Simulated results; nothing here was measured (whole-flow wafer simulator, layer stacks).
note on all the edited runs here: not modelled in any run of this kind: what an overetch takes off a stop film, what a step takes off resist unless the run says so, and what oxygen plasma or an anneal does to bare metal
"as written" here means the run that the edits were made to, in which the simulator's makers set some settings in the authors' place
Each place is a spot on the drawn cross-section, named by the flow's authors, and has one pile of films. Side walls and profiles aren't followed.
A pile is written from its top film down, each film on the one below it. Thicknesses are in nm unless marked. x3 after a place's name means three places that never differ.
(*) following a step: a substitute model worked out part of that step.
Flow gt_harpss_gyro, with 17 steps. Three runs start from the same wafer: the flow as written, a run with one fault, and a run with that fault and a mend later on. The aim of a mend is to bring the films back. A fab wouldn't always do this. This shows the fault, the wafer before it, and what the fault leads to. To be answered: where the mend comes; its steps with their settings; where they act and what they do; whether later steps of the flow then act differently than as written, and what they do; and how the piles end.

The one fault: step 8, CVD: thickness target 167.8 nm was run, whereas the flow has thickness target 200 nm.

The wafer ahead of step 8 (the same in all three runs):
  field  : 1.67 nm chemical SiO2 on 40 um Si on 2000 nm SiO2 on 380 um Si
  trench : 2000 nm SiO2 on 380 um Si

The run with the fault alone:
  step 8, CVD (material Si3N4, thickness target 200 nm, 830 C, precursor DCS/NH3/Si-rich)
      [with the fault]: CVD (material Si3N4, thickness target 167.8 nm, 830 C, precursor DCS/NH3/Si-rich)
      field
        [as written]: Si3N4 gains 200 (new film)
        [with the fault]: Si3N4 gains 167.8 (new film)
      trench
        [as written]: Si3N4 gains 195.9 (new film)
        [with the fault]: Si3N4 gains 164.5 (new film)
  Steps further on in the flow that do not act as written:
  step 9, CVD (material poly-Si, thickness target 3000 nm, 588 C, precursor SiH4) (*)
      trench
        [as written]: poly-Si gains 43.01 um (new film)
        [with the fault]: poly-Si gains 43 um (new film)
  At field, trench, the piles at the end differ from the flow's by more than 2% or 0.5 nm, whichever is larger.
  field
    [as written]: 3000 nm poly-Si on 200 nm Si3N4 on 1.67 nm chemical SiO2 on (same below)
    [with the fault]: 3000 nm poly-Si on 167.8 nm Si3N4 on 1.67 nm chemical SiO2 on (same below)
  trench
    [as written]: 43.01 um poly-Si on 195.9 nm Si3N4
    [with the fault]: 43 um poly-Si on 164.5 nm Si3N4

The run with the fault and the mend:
  After step 8 comes the mend.
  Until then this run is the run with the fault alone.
  step 8a, ETCH (chemistry h3po4, depth target 193 nm)
      field
        Si3N4 loses 167.8 (all of it)
      trench
        Si3N4 loses 164.5 (all of it)
  step 8b, CLEAN (chemistry SPM) (the flow's step 1 again)
      alters no film at any place that is followed
  step 8c, CVD (material Si3N4, thickness target 200 nm, 830 C, precursor DCS/NH3/Si-rich) (the flow's step 8 again)
      field
        Si3N4 gains 200 (new film)
      trench
        Si3N4 gains 195.9 (new film)
  Every later step of the flow that is run acts as written at every place that is followed.
  At every place that both follow, the piles at the end match the flow's.
